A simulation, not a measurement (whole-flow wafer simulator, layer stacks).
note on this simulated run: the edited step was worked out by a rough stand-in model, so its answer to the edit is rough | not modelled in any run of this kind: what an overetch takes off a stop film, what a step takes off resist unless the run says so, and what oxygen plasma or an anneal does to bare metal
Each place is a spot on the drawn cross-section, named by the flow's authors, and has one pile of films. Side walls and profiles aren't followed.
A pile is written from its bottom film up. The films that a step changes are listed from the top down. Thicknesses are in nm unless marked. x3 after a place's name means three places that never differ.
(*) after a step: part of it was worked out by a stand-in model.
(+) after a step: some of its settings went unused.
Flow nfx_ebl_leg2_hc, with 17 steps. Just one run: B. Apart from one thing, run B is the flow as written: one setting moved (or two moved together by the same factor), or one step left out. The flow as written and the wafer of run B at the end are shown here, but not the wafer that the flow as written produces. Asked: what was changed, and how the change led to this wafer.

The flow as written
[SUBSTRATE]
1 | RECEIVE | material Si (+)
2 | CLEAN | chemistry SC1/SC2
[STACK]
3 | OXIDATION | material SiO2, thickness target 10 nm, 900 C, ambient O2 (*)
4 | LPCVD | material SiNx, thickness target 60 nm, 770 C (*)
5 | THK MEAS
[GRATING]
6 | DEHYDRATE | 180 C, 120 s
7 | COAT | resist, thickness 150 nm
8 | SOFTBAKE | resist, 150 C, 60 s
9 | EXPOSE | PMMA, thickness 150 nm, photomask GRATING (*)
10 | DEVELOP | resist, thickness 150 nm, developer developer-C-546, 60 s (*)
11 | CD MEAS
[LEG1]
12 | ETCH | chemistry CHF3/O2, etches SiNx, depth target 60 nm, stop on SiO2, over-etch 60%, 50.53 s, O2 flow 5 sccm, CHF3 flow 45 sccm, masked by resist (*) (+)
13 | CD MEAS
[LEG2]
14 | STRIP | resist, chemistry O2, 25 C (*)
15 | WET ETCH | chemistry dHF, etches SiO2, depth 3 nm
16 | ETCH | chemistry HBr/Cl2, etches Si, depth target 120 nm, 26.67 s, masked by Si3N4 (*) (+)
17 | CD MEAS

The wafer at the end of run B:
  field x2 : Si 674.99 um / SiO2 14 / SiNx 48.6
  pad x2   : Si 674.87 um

The reason: step 3, OXIDATION: thickness target 14 nm was run, whereas the flow has thickness target 10 nm.
The wafer itself shows it: field x2 has SiO2 14, and step 3 as written asks for 10 nm.

The path from the change to this, step by step:
  3 | OXIDATION | material SiO2, thickness target 10 nm, 900 C, ambient O2 (*)
      field x2, pad x2: +14 SiO2 (new film), -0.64 chemical SiO2 (all of it), -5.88 Si (as written it would have been: +10 SiO2 (new film), -0.64 chemical SiO2 (all of it), -4.12 Si)
  12 | ETCH | chemistry CHF3/O2, etches SiNx, depth target 60 nm, stop on SiO2, over-etch 60%, 50.53 s, O2 flow 5 sccm, CHF3 flow 45 sccm, masked by resist (*) (+)
      pad x2: -60 SiNx (all of it), -14 SiO2 (all of it) (as written it would have been: -60 SiNx (all of it), -10 SiO2 (all of it))
